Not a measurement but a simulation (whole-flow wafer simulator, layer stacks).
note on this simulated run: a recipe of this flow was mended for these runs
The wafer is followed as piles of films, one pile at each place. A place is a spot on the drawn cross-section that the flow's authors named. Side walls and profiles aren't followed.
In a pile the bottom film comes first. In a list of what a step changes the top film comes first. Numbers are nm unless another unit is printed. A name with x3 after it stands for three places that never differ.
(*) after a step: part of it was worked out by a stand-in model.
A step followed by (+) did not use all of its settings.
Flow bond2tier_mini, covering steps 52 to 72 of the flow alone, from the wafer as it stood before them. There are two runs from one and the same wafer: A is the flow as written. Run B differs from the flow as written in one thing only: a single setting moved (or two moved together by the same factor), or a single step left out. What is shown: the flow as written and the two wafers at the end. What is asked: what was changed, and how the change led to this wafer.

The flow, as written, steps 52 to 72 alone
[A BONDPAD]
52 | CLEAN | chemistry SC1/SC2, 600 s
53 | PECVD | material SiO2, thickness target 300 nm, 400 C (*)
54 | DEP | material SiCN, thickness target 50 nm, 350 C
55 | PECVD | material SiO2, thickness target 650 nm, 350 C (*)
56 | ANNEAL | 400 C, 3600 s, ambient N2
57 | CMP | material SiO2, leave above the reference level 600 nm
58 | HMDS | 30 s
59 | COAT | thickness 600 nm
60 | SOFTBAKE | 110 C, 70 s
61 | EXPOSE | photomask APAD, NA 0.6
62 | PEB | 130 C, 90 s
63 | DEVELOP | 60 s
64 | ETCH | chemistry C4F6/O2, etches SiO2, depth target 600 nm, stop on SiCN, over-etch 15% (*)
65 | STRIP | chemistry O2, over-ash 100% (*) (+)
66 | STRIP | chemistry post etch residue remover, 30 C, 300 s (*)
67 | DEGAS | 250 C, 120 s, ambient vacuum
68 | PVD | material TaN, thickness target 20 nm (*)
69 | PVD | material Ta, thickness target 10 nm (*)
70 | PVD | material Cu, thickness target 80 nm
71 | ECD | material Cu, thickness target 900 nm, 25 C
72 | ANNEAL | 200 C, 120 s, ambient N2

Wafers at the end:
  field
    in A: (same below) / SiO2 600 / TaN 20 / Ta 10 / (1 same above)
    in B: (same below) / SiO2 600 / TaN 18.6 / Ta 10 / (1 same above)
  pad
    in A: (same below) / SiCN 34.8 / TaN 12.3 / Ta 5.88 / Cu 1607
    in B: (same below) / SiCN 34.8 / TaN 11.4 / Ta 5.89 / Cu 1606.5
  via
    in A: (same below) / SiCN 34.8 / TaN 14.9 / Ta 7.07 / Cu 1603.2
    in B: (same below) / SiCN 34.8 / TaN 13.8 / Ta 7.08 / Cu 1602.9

What caused this: step 68, PVD: thickness target 18.6 nm was run, though the flow has thickness target 20 nm.
The wafer lets one read it off: field has TaN 18.6, and step 68 as written asks for 20 nm.

Step by step, how the change led to this:
  68 | PVD | material TaN, thickness target 20 nm (*)
      field: A +20 TaN (new film) | B +18.6 TaN (new film)
      pad: A +12.3 TaN (new film) | B +11.4 TaN (new film)
      (as well as at 1 more place)
